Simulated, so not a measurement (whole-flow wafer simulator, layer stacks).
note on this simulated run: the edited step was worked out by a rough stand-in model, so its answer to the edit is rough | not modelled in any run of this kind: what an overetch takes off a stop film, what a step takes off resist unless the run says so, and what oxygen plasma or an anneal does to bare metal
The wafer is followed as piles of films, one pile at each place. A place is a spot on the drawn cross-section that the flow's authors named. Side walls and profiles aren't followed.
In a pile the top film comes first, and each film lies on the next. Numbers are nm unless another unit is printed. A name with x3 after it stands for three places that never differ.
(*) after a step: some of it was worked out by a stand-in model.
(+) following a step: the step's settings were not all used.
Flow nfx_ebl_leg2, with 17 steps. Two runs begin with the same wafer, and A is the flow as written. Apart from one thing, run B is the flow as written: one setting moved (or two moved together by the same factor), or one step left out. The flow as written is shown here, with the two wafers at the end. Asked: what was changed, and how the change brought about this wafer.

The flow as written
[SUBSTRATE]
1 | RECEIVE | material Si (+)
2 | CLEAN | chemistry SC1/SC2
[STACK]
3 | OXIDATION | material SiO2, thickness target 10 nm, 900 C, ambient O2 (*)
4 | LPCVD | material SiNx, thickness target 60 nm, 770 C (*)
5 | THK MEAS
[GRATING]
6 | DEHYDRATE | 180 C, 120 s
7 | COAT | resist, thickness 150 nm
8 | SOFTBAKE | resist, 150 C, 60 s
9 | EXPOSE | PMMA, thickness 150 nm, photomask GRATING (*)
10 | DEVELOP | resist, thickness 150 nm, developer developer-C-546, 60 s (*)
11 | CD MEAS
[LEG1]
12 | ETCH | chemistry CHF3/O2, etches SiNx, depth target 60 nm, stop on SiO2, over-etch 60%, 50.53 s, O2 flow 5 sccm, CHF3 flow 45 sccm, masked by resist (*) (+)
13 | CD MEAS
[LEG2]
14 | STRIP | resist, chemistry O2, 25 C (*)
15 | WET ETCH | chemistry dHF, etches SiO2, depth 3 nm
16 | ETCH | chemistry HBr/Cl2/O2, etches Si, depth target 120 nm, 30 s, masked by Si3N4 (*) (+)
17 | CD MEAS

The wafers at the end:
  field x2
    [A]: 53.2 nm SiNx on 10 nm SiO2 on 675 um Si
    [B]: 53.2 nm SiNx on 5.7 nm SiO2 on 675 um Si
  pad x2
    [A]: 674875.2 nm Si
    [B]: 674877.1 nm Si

Cause: step 3, OXIDATION: thickness target 5.7 nm was run, though the flow has thickness target 10 nm.
The wafer lets one read it off: field x2 has SiO2 5.7, and step 3 as written asks for 10 nm.

The path from the change to this, step by step:
  3 | OXIDATION | material SiO2, thickness target 10 nm, 900 C, ambient O2 (*)
      field x2, pad x2: A +10 SiO2 (new film), -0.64 chemical SiO2 (all of it), -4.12 Si | B +5.7 SiO2 (new film), -0.64 chemical SiO2 (all of it), -2.22 Si
  12 | ETCH | chemistry CHF3/O2, etches SiNx, depth target 60 nm, stop on SiO2, over-etch 60%, 50.53 s, O2 flow 5 sccm, CHF3 flow 45 sccm, masked by resist (*) (+)
      pad x2: A -60 SiNx (all of it), -10 SiO2 (all of it) | B -60 SiNx (all of it), -5.7 SiO2 (all of it)
